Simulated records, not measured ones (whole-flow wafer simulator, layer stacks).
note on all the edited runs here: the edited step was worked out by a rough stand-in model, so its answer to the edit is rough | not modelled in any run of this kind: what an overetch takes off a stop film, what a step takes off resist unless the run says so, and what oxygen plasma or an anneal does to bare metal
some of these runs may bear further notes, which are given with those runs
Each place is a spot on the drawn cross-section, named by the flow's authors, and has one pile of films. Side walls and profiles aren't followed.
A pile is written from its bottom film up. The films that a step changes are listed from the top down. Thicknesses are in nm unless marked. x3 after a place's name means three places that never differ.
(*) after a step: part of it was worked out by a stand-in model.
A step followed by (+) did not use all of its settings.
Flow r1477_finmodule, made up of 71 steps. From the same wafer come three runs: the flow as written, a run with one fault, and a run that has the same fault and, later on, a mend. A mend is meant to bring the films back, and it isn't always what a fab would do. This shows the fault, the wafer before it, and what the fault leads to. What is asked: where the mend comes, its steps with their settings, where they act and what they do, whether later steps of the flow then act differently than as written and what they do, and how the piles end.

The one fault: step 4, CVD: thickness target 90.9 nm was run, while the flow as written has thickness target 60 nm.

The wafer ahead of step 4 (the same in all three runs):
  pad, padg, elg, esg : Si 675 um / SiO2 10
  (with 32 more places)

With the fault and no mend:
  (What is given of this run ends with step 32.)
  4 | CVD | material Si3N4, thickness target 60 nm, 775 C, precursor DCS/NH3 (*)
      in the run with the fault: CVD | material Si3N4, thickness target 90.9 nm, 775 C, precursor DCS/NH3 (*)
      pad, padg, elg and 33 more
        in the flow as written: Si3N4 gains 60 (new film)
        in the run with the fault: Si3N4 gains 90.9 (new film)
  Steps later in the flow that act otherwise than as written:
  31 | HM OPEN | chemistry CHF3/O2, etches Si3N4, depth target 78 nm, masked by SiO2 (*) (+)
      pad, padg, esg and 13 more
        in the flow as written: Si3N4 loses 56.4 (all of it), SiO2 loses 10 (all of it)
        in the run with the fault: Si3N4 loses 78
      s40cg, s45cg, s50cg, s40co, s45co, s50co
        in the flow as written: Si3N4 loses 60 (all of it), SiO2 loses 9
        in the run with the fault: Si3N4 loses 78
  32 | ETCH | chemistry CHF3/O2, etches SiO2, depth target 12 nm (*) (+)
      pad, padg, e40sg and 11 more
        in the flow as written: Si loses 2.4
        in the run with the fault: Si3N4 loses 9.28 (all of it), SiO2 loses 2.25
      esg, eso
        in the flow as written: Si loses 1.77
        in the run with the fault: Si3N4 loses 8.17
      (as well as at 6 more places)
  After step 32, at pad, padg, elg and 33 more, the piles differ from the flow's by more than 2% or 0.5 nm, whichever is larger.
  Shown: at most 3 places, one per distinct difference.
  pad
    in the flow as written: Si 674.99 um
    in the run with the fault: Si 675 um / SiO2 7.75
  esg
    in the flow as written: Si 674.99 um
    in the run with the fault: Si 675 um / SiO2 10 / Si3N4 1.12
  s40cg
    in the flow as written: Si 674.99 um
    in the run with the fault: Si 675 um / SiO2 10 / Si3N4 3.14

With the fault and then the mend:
  The mend follows step 5.
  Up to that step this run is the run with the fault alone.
  5a | ETCH | chemistry h3po4, depth target 30.9 nm
      pad, padg, elg and 33 more
        Si3N4 loses 30.9
  None of the later steps of the flow acts differently than as written at any place that is followed.
  At every place that both follow, the piles at the end match the flow's.
